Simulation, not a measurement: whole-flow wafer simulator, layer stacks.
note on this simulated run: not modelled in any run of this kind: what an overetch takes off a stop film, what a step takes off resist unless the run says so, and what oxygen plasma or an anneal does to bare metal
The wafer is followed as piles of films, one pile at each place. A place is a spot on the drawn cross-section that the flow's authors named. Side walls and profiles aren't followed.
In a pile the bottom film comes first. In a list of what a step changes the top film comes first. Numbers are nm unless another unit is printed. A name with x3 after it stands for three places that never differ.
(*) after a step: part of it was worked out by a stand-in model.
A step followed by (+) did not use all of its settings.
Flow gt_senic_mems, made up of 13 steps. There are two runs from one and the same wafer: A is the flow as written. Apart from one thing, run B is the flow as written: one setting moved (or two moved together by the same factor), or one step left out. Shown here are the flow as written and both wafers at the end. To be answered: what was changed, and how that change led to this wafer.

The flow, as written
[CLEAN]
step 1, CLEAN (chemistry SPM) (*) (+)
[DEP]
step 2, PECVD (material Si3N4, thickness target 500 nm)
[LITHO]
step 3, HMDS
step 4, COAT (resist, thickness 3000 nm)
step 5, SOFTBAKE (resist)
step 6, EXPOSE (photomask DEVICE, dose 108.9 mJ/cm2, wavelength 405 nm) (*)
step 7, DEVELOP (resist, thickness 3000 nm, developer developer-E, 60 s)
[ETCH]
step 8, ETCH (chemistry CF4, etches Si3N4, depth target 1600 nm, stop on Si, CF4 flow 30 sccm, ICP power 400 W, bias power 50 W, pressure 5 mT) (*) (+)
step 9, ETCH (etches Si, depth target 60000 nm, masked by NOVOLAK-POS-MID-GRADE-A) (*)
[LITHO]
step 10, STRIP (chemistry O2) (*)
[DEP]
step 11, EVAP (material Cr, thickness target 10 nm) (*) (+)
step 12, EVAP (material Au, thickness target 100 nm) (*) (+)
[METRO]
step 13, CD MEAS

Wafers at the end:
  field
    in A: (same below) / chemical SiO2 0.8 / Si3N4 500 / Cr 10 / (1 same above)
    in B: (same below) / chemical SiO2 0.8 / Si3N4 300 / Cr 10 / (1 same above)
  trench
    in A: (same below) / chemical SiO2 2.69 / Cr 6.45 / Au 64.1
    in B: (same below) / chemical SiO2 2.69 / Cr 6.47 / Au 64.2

The reason: step 2, PECVD: thickness target 300 nm was run, while the flow as written has thickness target 500 nm.
The wafer itself shows it: field has Si3N4 300, and step 2 as written asks for 500 nm.

Step by step, how the change led to this:
  step 2, PECVD (material Si3N4, thickness target 500 nm)
      field, trench: A Si3N4 gains 500 (new film) | B Si3N4 gains 300 (new film)
  step 8, ETCH (chemistry CF4, etches Si3N4, depth target 1600 nm, stop on Si, CF4 flow 30 sccm, ICP power 400 W, bias power 50 W, pressure 5 mT) (*) (+)
      field: A resist loses 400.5 | B resist loses 267.2
      trench: A Si3N4 loses 500 (all of it), chemical SiO2 loses 0.8 (all of it) | B Si3N4 loses 300 (all of it), chemical SiO2 loses 0.8 (all of it)
  step 10, STRIP (chemistry O2) (*)
      field: A resist loses 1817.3 (all of it) | B resist loses 1950.6 (all of it)
